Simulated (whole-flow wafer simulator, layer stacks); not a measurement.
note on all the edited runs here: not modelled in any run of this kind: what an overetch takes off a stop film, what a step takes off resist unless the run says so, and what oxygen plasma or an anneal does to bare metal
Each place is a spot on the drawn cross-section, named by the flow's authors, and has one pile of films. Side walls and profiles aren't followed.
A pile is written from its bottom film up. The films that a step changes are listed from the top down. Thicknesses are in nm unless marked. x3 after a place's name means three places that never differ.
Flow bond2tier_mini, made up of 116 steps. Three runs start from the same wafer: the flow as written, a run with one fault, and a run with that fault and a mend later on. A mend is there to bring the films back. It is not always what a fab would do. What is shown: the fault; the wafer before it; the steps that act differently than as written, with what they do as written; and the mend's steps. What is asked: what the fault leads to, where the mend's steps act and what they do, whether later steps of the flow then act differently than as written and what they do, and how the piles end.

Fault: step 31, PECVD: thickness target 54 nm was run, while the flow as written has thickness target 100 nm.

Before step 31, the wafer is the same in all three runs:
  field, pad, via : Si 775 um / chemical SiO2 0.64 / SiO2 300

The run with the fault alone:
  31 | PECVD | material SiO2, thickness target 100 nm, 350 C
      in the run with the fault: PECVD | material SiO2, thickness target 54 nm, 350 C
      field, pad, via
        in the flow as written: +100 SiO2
        in the run with the fault: +54 SiO2
  Every later step of the flow that is run acts as written at every place that is followed.
  By the end, the piles at field, pad depart from the flow's by more than 2% or 0.5 nm, whichever is larger.
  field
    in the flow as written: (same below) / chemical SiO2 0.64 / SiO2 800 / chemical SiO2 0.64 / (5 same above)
    in the run with the fault: (same below) / chemical SiO2 0.64 / SiO2 754 / chemical SiO2 0.64 / (5 same above)
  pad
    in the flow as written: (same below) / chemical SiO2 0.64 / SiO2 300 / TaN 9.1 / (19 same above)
    in the run with the fault: (same below) / chemical SiO2 0.64 / SiO2 254 / TaN 9.1 / (19 same above)

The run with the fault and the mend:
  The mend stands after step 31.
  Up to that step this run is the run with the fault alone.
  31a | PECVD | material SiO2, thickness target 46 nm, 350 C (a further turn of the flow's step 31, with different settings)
      field, pad, via
        +46 SiO2
  Every later step of the flow that is run acts as written at every place that is followed.
  By the end, the piles equal the flow's at every place that both follow.
